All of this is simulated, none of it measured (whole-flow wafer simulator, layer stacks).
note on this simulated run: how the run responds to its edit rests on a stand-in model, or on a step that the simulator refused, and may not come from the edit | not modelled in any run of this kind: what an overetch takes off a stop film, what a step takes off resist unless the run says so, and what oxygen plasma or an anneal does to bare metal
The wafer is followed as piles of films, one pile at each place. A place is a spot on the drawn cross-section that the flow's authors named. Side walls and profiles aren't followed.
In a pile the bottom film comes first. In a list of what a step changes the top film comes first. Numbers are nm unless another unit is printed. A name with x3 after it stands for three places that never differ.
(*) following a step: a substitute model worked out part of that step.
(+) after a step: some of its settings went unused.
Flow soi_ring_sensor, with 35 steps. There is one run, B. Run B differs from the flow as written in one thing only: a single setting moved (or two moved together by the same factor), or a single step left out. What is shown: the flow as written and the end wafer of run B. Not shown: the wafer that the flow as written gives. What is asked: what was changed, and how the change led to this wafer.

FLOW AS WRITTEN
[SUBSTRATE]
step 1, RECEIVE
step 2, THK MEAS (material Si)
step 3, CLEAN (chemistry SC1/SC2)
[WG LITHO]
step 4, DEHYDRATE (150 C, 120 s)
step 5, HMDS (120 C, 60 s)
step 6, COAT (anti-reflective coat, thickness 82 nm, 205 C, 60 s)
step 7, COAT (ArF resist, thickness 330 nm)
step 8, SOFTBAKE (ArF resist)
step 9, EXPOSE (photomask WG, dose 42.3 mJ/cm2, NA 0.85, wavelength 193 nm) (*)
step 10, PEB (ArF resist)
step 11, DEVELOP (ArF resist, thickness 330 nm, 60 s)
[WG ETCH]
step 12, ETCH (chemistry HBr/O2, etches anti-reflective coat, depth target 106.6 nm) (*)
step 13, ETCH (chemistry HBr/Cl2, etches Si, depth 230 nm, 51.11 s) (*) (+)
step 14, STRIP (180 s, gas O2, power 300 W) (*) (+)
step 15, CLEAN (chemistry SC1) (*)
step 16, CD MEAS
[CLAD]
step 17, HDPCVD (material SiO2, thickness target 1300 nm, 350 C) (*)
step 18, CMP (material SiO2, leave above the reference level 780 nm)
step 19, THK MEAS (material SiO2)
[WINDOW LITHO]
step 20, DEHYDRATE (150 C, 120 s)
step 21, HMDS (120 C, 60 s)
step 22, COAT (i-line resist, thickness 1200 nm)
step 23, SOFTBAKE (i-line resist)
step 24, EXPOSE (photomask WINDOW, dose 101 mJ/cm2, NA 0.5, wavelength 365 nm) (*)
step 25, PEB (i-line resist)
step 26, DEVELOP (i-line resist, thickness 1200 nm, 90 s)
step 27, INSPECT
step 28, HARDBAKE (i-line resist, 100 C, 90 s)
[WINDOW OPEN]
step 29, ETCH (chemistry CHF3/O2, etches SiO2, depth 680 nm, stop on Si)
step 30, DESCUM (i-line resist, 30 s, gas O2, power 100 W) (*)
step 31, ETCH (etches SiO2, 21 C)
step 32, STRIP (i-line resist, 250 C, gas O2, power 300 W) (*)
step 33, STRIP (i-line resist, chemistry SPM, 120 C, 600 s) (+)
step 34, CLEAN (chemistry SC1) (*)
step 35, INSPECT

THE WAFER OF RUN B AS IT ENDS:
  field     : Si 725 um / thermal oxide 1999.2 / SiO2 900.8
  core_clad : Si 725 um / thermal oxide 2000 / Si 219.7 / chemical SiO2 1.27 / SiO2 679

What caused this: step 18, CMP: leave above the reference level 679 nm was run, though the flow has leave above the reference level 780 nm.
The wafer itself shows it: core_clad has SiO2 679, and step 18 as written asks for 780 nm.

Step by step, how the change led to this:
  step 18, CMP (material SiO2, leave above the reference level 780 nm)
      gap, window, field, gap_clad: SiO2 loses 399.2 (in the flow as written it would be: SiO2 loses 298.2)
      core, core_clad: SiO2 loses 621 (in the flow as written it would be: SiO2 loses 520)
  step 29, ETCH (chemistry CHF3/O2, etches SiO2, depth 680 nm, stop on Si)
      core: SiO2 loses 679 (all of it), chemical SiO2 loses 1.27 (all of it) (in the flow as written it would be: SiO2 loses 680)
  step 31, ETCH (etches SiO2, 21 C)
      core: nothing (in the flow as written it would be: SiO2 loses 100 (all of it), chemical SiO2 loses 1.27 (all of it))
